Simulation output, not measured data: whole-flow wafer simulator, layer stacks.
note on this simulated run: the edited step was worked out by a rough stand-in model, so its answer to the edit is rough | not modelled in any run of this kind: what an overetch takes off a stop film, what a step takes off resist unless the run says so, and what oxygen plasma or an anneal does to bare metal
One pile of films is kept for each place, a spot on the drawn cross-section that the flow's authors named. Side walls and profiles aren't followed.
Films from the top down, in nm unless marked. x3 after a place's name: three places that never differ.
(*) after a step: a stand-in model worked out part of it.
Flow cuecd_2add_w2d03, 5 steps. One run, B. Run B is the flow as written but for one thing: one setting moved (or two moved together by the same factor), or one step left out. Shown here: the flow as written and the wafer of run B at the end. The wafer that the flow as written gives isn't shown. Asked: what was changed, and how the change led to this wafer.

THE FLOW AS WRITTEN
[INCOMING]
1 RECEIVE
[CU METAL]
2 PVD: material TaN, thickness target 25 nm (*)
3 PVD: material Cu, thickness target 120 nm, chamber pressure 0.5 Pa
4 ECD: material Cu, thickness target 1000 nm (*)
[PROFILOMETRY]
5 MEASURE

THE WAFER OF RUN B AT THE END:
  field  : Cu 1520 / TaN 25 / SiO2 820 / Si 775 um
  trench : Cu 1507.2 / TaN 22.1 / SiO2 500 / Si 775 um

The cause: step 4, ECD: thickness target 1400 nm was run, where the flow has thickness target 1000 nm.

How the change led to this, step by step:
  4 ECD: material Cu, thickness target 1000 nm (*)
      field, trench: Cu +1400 (as written it would be: Cu +1000)
